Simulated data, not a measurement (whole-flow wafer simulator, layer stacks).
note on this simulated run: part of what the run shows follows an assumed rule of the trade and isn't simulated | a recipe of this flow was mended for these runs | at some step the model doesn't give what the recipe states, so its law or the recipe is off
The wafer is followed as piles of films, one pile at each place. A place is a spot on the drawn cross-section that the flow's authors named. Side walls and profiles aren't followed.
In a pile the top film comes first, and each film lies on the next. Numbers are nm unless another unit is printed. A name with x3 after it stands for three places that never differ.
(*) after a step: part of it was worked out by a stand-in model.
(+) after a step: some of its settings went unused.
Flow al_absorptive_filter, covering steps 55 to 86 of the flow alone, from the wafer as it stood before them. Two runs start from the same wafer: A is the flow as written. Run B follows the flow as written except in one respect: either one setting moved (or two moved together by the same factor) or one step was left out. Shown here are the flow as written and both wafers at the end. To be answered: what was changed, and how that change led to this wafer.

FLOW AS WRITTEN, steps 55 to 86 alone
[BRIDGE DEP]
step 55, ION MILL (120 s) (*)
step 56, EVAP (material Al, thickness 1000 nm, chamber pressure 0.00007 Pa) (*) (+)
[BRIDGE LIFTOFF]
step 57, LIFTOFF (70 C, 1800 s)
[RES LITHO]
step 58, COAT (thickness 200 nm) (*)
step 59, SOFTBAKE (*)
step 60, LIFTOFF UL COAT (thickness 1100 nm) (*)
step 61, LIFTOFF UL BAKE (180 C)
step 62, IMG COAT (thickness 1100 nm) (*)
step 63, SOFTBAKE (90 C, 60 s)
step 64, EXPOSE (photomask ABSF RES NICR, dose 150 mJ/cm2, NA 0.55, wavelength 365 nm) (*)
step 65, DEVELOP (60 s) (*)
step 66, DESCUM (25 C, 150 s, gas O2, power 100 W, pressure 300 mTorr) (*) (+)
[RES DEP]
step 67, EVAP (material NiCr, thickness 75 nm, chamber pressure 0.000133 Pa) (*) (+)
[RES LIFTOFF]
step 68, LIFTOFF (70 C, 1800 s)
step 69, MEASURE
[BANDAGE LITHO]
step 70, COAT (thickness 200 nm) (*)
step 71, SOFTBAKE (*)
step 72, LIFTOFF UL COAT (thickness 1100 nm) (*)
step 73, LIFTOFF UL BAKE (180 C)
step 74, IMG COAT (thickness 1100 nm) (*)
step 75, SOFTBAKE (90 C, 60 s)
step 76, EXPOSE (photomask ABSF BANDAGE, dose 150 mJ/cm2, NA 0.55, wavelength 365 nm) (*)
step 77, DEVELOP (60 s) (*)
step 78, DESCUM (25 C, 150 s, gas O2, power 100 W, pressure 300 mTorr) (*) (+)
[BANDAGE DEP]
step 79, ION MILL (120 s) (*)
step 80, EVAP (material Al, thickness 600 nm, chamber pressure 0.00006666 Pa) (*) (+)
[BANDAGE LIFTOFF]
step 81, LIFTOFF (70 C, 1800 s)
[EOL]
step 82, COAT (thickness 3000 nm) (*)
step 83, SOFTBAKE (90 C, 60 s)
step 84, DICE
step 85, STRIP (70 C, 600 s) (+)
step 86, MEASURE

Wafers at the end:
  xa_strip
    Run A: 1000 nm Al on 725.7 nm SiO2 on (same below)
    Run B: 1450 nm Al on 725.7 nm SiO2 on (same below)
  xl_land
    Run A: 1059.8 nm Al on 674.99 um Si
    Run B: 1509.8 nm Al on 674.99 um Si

The reason: step 56, EVAP: thickness 1450 nm was run, while the flow as written has thickness 1000 nm.
One can read it off the wafer: xa_strip has Al 1450, and step 56 as written asks for 1000 nm.

How this came from the change, step by step:
  step 56, EVAP (material Al, thickness 1000 nm, chamber pressure 0.00007 Pa) (*) (+)
      gnd, pad_far, pad_near and 10 more: A Al gains 1000 (new film) | B Al gains 1450 (new film)
      xl_land: A Al gains 1000 | B Al gains 1450
  step 57, LIFTOFF (70 C, 1800 s)
      gnd, xa_field, idc_field: A Al loses 1000 (all of it), i-line-resist loses 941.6 (all of it), lift-off-underlayer loses 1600 (all of it), acrylic-e-beam-resist loses 200 (all of it) | B Al loses 1450 (all of it), i-line-resist loses 941.6 (all of it), lift-off-underlayer loses 1600 (all of it), acrylic-e-beam-resist loses 200 (all of it)
      pad_far: A Al loses 1000 (all of it), i-line-resist loses 940.5 (all of it), lift-off-underlayer loses 1591.1 (all of it), acrylic-e-beam-resist loses 198.5 (all of it) | B Al loses 1450 (all of it), i-line-resist loses 940.5 (all of it), lift-off-underlayer loses 1591.1 (all of it), acrylic-e-beam-resist loses 198.5 (all of it)
      (and at 6 other places as well)
  step 58, COAT (thickness 200 nm) (*)
      xa_margin: A acrylic-e-beam-resist gains 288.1 (new film) | B acrylic-e-beam-resist gains 368 (new film)
      xa_strip: A acrylic-e-beam-resist gains 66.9 (new film) | B acrylic-e-beam-resist gains 48 (new film)
      (and at 1 other place as well)
  step 60, LIFTOFF UL COAT (thickness 1100 nm) (*)
      xa_margin: A lift-off-underlayer gains 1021 (new film) | B lift-off-underlayer gains 1190.5 (new film)
      xa_strip: A lift-off-underlayer gains 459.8 (new film) | B lift-off-underlayer gains 363.1 (new film)
  step 62, IMG COAT (thickness 1100 nm) (*)
      xa_margin: A i-line-resist gains 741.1 (new film) | B i-line-resist gains 616.3 (new film)
      xa_strip: A i-line-resist gains 577.9 (new film) | B i-line-resist gains 397.8 (new film)
  step 63, SOFTBAKE (90 C, 60 s)
      xa_margin: A i-line-resist loses 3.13 | B i-line-resist loses 3.71
      xa_strip: A i-line-resist loses 4.64 | B i-line-resist loses 3.26
  step 68, LIFTOFF (70 C, 1800 s)
      xa_margin: A NiCr loses 75 (all of it), i-line-resist loses 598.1 (all of it), lift-off-underlayer loses 1021 (all of it), acrylic-e-beam-resist loses 288.1 (all of it) | B NiCr loses 75 (all of it), i-line-resist loses 472.7 (all of it), lift-off-underlayer loses 1190.5 (all of it), acrylic-e-beam-resist loses 368 (all of it)
      xa_strip: A NiCr loses 75 (all of it), i-line-resist loses 433.3 (all of it), lift-off-underlayer loses 459.8 (all of it), acrylic-e-beam-resist loses 66.9 (all of it) | B NiCr loses 75 (all of it), i-line-resist loses 254.6 (all of it), lift-off-underlayer loses 363.1 (all of it), acrylic-e-beam-resist loses 48 (all of it)
      (and at 1 other place as well)
  step 70, COAT (thickness 200 nm) (*)
      xa_margin: A acrylic-e-beam-resist gains 288.1 (new film) | B acrylic-e-beam-resist gains 368 (new film)
      xa_strip: A acrylic-e-beam-resist gains 66.9 (new film) | B acrylic-e-beam-resist gains 48 (new film)
      (and at 1 other place as well)
  step 72, LIFTOFF UL COAT (thickness 1100 nm) (*)
      xa_margin: A lift-off-underlayer gains 1021 (new film) | B lift-off-underlayer gains 1190.5 (new film)
      xa_strip: A lift-off-underlayer gains 459.8 (new film) | B lift-off-underlayer gains 363.1 (new film)
  step 74, IMG COAT (thickness 1100 nm) (*)
      xa_margin: A i-line-resist gains 741.1 (new film) | B i-line-resist gains 616.3 (new film)
      xa_strip: A i-line-resist gains 577.9 (new film) | B i-line-resist gains 397.8 (new film)
  step 75, SOFTBAKE (90 C, 60 s)
      xa_margin: A i-line-resist loses 3.13 | B i-line-resist loses 3.71
      xa_strip: A i-line-resist loses 4.64 | B i-line-resist loses 3.26
  step 81, LIFTOFF (70 C, 1800 s)
      xa_margin: A Al loses 600 (all of it), i-line-resist loses 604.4 (all of it), lift-off-underlayer loses 1021 (all of it), acrylic-e-beam-resist loses 288.1 (all of it) | B Al loses 600 (all of it), i-line-resist loses 479 (all of it), lift-off-underlayer loses 1190.5 (all of it), acrylic-e-beam-resist loses 368 (all of it)
      xa_strip: A Al loses 600 (all of it), i-line-resist loses 439.6 (all of it), lift-off-underlayer loses 459.8 (all of it), acrylic-e-beam-resist loses 66.9 (all of it) | B Al loses 600 (all of it), i-line-resist loses 260.9 (all of it), lift-off-underlayer loses 363.1 (all of it), acrylic-e-beam-resist loses 48 (all of it)
      (and at 1 other place as well)
  step 82, COAT (thickness 3000 nm) (*)
      xa_margin: A i-line-resist gains 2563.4 (new film) | B i-line-resist gains 2664.1 (new film)
      xa_strip: A i-line-resist gains 1594.3 (new film) | B i-line-resist gains 1258.6 (new film)
  step 83, SOFTBAKE (90 C, 60 s)
      xa_margin: A i-line-resist loses 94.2 | B i-line-resist loses 115.8
      xa_strip: A i-line-resist loses 117.3 | B i-line-resist loses 144.8
      (and at 1 other place as well)
  step 85, STRIP (70 C, 600 s) (+)
      xa_margin: A i-line-resist loses 2469.3 (all of it) | B i-line-resist loses 2548.3 (all of it)
      xa_strip: A i-line-resist loses 1477 (all of it) | B i-line-resist loses 1113.8 (all of it)
